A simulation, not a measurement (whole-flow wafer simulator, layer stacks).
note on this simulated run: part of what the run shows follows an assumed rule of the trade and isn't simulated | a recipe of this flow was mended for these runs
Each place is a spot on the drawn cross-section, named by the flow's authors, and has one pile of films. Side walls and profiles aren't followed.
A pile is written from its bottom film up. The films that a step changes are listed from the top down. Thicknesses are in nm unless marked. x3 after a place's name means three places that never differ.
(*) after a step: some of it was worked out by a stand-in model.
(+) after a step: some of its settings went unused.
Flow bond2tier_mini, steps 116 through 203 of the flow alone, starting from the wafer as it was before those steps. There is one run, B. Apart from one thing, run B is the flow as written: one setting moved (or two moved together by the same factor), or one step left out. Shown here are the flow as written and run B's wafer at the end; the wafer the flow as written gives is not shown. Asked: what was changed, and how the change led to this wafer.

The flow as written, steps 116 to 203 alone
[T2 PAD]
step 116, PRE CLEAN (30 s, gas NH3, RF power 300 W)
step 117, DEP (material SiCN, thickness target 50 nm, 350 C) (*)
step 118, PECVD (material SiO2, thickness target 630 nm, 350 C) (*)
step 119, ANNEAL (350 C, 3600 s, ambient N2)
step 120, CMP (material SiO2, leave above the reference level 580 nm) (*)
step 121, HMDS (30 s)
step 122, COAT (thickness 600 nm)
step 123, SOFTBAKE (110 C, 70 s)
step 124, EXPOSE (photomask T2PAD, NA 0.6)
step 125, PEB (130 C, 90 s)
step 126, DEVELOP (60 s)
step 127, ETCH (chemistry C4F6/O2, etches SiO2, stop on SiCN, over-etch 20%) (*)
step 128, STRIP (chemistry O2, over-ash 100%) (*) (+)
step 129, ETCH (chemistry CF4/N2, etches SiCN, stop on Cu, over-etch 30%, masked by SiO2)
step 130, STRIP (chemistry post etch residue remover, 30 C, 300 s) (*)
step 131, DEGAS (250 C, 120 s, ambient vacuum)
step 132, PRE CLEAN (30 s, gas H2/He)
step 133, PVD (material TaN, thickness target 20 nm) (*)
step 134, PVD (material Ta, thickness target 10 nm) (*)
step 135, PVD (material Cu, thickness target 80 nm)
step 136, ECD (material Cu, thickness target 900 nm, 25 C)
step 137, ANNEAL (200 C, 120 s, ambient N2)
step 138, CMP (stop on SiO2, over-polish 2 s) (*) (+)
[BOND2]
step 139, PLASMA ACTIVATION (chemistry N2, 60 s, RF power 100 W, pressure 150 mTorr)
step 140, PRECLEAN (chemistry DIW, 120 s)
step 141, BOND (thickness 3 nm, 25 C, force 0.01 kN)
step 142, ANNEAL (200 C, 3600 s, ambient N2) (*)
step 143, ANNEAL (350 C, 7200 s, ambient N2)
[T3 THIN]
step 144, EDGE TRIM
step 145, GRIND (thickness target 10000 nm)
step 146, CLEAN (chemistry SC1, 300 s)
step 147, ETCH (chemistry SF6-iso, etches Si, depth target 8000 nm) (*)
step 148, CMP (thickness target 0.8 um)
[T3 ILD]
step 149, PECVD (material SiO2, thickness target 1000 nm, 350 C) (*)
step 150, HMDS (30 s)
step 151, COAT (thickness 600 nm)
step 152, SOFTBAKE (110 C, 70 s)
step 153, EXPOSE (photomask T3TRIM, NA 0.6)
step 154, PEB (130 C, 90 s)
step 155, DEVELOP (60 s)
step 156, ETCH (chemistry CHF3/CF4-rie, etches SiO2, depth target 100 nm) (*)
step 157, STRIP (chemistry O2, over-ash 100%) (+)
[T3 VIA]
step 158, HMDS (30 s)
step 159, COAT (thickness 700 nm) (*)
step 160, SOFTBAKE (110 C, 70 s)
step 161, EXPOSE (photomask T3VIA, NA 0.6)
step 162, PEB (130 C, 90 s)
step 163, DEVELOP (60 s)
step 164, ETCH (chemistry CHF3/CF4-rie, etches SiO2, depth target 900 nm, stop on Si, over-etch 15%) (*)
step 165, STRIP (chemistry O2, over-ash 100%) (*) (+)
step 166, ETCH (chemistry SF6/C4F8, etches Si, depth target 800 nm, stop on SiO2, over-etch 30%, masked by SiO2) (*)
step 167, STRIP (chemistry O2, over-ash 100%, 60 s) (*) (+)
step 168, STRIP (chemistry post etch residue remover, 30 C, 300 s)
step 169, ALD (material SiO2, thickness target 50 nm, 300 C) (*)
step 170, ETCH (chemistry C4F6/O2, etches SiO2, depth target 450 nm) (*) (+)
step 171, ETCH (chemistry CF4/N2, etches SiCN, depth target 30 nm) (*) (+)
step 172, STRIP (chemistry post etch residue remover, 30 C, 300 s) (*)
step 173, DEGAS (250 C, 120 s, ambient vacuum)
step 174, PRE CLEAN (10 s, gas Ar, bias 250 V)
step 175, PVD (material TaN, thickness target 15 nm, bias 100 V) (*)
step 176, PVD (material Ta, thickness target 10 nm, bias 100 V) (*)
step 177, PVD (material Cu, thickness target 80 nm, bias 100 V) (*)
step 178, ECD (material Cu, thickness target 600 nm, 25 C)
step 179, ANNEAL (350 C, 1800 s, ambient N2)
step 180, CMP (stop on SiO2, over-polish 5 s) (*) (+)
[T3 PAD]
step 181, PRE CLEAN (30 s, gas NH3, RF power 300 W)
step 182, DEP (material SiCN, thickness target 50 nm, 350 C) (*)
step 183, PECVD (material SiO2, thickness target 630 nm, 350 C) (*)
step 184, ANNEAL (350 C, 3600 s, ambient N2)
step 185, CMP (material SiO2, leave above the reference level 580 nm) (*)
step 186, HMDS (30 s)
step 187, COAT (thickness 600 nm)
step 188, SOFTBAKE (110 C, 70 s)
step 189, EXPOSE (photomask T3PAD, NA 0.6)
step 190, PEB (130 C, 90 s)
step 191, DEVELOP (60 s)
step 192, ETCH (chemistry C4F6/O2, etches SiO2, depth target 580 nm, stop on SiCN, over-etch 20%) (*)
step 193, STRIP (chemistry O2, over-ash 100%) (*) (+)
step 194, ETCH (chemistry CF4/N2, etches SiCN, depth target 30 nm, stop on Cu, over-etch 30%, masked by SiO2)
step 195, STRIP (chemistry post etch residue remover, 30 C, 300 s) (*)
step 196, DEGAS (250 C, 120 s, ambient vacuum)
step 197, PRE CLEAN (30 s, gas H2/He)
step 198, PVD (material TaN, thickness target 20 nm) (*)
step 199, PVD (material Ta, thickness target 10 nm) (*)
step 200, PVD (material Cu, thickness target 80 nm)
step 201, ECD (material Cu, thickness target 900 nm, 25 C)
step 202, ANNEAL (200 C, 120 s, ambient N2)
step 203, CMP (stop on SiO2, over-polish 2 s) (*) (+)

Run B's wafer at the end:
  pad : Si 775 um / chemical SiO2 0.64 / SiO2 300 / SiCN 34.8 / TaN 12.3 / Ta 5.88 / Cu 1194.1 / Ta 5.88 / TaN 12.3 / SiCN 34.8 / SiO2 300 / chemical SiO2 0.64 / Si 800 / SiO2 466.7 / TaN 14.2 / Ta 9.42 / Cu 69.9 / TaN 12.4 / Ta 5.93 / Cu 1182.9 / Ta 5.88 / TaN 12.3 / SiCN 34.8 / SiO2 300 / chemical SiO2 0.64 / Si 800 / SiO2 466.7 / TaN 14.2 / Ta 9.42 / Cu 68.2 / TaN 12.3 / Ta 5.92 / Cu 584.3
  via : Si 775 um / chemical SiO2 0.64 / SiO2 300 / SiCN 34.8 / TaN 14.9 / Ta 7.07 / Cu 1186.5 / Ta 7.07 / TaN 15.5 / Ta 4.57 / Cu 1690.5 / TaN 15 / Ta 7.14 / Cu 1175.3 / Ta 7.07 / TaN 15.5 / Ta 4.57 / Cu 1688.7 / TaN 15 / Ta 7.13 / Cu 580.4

The reason: step 130, STRIP: chemistry post etch residue remover, 30 C, 300 s (*), was skipped.

The path from the change to this, step by step:
  (no step that both runs have acts differently by more than 2% or 0.5 nm, whichever is larger)
